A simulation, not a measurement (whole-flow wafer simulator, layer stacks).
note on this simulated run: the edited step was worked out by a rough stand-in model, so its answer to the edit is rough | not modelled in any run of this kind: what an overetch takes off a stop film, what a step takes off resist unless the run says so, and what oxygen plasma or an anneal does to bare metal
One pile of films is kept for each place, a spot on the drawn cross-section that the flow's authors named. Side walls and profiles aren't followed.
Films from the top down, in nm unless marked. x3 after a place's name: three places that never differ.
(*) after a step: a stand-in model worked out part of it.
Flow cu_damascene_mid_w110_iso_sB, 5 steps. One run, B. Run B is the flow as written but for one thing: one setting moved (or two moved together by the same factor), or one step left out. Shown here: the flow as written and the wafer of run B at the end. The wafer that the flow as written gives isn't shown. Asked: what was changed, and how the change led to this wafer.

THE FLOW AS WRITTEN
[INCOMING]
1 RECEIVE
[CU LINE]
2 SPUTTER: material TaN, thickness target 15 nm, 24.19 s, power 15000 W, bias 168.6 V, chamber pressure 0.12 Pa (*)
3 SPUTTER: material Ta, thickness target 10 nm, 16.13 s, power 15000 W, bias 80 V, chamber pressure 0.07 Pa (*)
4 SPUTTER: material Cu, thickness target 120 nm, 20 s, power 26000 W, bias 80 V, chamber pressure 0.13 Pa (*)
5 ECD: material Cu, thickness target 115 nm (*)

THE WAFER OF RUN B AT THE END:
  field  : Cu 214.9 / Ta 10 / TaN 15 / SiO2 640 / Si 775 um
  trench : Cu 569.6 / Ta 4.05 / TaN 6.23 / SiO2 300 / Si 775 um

The cause: step 5, ECD: thickness target 94.9 nm was run, where the flow has thickness target 115 nm.

How the change led to this, step by step:
  5 ECD: material Cu, thickness target 115 nm (*)
      field: Cu +94.9 (as written it would be: Cu +115)
      trench: Cu +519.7 (as written it would be: Cu +539.8)
